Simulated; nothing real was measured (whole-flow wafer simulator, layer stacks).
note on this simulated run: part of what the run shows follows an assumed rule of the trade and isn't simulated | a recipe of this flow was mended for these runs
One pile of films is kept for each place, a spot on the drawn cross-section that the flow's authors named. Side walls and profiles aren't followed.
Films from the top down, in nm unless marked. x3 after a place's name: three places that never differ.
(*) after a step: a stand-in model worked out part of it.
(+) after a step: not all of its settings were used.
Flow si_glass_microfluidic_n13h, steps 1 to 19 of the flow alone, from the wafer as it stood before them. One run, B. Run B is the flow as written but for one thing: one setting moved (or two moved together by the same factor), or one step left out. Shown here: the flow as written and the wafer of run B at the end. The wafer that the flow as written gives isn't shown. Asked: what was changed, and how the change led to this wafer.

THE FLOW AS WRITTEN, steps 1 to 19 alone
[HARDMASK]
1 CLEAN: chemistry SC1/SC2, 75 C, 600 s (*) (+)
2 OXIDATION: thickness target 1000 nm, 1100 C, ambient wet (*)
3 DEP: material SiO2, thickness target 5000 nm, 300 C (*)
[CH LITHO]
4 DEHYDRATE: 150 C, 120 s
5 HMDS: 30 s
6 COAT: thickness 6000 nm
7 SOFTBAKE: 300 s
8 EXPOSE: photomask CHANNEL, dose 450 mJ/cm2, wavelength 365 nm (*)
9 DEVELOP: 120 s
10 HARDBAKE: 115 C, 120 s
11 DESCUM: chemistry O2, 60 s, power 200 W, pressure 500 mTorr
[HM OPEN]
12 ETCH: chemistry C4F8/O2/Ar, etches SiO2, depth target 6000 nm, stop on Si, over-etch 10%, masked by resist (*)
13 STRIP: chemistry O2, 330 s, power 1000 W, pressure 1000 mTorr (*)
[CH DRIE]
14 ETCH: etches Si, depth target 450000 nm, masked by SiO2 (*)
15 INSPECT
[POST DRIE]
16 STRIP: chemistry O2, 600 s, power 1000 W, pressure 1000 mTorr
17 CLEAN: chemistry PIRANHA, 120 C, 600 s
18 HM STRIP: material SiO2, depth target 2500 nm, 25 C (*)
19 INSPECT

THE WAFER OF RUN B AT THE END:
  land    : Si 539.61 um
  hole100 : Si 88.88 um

The cause: step 2, OXIDATION: thickness target 880 nm was run, where the flow has thickness target 1000 nm.

How the change led to this, step by step:
  2 OXIDATION: thickness target 1000 nm, 1100 C, ambient wet (*)
      land, hole100: SiO2 +880 (new film), chemical SiO2 -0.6 (all of it), Si -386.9 (as written it would be: SiO2 +1000 (new film), chemical SiO2 -0.6 (all of it), Si -439.7)
  12 ETCH: chemistry C4F8/O2/Ar, etches SiO2, depth target 6000 nm, stop on Si, over-etch 10%, masked by resist (*)
      land: thick-i-line-resist -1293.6 (as written it would be: thick-i-line-resist -1320)
      hole100: SiO2 -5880 (all of it), Si -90 (as written it would be: SiO2 -6000 (all of it), Si -75)
  18 HM STRIP: material SiO2, depth target 2500 nm, 25 C (*)
      land: SiO2 -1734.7 (all of it) (as written it would be: SiO2 -1854.4 (all of it))
